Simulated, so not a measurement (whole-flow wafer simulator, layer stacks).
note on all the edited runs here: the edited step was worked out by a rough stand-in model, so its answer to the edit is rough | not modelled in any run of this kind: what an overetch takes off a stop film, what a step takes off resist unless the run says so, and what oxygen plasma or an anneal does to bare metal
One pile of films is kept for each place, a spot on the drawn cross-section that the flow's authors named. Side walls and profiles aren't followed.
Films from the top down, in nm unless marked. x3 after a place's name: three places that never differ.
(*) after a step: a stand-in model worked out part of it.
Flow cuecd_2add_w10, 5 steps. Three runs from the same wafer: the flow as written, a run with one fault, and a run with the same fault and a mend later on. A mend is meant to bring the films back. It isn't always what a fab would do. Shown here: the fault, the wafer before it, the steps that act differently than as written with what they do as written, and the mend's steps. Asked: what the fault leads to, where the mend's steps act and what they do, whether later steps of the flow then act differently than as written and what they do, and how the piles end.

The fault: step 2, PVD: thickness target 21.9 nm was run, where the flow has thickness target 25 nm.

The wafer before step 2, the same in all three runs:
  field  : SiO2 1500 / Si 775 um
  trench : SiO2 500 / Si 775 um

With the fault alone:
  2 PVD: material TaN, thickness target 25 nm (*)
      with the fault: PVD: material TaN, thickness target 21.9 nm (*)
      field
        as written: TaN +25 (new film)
        with the fault: TaN +21.9 (new film)
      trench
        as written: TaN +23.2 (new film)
        with the fault: TaN +20.3 (new film)
  No later step of the flow acts differently than as written at any place that is followed.
  At the end the piles differ from the flow's by more than 2% or 0.5 nm, whichever is larger, at field, trench.
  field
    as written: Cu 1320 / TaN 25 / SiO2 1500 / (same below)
    with the fault: Cu 1320 / TaN 21.9 / SiO2 1500 / (same below)
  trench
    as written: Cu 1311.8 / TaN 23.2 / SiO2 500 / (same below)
    with the fault: Cu 1311.8 / TaN 20.3 / SiO2 500 / (same below)

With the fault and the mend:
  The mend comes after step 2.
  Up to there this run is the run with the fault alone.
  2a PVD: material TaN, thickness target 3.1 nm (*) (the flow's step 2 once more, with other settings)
      field
        TaN +3.1
      trench
        TaN +2.87
  No later step of the flow acts differently than as written at any place that is followed.
  At the end the piles are the same as the flow's at every place that both follow.
